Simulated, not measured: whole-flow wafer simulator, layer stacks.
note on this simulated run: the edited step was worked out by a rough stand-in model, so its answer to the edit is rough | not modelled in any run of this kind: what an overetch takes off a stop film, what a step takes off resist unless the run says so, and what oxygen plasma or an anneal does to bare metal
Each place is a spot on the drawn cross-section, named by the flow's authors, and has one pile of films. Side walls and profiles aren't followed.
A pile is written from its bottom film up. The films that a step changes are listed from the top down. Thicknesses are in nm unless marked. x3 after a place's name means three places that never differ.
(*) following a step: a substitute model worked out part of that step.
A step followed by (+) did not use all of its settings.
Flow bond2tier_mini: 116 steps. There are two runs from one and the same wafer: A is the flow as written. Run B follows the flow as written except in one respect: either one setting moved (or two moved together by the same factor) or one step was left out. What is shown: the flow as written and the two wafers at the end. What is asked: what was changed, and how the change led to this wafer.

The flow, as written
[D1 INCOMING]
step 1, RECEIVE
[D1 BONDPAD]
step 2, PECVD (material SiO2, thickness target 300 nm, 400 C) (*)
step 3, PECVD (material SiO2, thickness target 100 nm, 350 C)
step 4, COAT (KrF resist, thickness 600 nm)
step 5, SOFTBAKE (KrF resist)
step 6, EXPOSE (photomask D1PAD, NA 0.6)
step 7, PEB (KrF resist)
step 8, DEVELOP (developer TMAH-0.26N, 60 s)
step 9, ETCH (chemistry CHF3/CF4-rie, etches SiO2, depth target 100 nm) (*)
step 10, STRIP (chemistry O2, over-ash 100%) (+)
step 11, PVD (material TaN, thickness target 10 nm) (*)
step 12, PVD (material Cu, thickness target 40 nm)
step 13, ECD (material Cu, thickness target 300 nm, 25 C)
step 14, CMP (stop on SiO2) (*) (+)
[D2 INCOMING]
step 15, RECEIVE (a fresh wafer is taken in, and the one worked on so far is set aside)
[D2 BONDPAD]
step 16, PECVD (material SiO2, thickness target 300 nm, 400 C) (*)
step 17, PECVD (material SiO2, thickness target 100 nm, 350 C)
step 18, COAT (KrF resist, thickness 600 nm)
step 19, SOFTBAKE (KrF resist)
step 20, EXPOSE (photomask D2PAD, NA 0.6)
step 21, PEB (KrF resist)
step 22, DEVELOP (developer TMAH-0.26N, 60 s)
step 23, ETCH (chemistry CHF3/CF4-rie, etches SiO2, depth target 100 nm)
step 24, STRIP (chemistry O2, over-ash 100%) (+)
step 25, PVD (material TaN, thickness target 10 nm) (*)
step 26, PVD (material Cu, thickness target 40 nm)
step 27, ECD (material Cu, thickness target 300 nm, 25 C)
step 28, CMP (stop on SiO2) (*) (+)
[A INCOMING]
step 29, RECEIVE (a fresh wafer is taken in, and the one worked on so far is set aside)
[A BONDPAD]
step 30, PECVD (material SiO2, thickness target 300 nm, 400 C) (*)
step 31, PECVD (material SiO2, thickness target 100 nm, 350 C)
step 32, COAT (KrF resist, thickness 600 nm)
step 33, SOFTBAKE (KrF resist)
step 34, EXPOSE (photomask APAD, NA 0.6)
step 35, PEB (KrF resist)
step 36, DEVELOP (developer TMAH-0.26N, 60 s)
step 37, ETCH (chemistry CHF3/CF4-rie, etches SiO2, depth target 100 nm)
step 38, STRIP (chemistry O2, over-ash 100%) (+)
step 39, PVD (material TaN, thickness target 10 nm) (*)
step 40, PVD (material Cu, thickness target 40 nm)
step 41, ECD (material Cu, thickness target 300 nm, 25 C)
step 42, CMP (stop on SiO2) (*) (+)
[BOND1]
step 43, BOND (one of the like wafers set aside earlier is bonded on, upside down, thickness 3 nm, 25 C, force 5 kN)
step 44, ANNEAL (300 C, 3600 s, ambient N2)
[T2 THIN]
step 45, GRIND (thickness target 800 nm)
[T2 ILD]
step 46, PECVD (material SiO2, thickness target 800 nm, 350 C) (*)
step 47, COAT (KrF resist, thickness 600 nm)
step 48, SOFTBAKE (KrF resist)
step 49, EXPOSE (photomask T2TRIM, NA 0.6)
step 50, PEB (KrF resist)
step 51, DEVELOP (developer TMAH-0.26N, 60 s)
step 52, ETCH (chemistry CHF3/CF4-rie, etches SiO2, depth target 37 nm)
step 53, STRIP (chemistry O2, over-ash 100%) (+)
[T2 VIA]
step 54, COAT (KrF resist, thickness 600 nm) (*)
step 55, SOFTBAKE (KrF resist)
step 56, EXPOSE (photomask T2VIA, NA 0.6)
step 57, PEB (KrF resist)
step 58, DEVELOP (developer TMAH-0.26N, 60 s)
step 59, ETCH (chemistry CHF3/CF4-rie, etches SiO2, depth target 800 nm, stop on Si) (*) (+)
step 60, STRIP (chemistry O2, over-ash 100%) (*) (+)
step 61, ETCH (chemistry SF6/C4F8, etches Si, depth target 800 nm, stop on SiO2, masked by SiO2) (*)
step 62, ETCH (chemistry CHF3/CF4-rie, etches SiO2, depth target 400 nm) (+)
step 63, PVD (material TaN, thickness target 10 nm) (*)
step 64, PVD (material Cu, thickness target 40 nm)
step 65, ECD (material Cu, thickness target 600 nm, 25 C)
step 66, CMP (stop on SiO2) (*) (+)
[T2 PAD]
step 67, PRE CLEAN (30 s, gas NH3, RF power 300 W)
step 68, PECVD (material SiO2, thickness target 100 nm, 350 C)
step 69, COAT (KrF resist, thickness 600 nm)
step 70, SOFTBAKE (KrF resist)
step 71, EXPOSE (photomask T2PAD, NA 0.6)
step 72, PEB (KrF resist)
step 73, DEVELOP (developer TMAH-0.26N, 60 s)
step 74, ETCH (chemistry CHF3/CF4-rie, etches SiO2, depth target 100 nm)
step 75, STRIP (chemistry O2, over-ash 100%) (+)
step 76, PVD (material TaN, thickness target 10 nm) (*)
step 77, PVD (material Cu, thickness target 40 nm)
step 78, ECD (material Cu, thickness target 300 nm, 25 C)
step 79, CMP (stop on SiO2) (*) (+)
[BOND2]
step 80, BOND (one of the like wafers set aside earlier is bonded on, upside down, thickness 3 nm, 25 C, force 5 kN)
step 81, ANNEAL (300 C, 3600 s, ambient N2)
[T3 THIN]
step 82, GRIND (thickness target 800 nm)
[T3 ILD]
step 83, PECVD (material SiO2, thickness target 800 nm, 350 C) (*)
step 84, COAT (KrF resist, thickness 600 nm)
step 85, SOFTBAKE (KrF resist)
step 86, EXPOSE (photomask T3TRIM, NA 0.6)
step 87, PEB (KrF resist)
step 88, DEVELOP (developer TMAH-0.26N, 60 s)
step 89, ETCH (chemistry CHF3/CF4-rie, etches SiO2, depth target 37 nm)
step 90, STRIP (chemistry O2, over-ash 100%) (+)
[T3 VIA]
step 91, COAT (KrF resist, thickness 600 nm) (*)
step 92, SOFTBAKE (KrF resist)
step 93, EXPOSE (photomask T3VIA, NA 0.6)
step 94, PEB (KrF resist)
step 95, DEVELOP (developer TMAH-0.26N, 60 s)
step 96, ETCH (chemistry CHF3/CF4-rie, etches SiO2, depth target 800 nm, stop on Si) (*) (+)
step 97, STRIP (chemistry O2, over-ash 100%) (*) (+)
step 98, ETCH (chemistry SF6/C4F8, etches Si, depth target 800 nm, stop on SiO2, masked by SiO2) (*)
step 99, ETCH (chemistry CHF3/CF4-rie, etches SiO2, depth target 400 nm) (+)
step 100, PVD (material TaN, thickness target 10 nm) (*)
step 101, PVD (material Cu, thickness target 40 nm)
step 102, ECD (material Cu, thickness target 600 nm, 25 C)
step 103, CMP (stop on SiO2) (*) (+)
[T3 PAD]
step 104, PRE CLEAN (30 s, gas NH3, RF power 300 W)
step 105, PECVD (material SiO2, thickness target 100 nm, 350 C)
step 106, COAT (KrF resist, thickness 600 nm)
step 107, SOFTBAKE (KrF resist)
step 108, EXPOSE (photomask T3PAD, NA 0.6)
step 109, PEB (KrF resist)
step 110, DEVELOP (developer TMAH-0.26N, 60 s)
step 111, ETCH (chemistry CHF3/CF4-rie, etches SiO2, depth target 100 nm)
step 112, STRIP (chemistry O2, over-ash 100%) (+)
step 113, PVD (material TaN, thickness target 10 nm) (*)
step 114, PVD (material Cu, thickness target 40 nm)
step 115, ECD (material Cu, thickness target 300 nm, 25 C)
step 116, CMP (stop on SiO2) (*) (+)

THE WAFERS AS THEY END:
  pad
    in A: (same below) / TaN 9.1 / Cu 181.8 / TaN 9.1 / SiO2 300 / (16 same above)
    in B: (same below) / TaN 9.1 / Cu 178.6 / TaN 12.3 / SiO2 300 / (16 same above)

The reason: step 11, PVD: thickness target 13.5 nm was run, whereas the flow has thickness target 10 nm.

Step by step, how the change led to this:
  step 11, PVD (material TaN, thickness target 10 nm) (*)
      field: A TaN gains 10 (new film) | B TaN gains 13.5 (new film)
      pad: A TaN gains 9.1 (new film) | B TaN gains 12.3 (new film)
      (as well as at 1 more place)
  step 14, CMP (stop on SiO2) (*) (+)
      field: A Cu loses 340 (all of it), TaN loses 10 (all of it) | B Cu loses 340 (all of it), TaN loses 13.5 (all of it)
  step 43, BOND (one of the like wafers set aside earlier is bonded on, upside down, thickness 3 nm, 25 C, force 5 kN)
      pad: A Si gains 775 um (new film), chemical SiO2 gains 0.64 (new film), SiO2 gains 300 (new film), TaN gains 9.1 (new film), Cu gains 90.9 | B Si gains 775 um (new film), chemical SiO2 gains 0.64 (new film), SiO2 gains 300 (new film), TaN gains 12.3 (new film), Cu gains 87.7
      via: A Si gains 775 um (new film), chemical SiO2 gains 0.64 (new film), SiO2 gains 300 (new film), TaN gains 9.97 (new film), Cu gains 90 | B Si gains 775 um (new film), chemical SiO2 gains 0.64 (new film), SiO2 gains 300 (new film), TaN gains 13.5 (new film), Cu gains 86.5
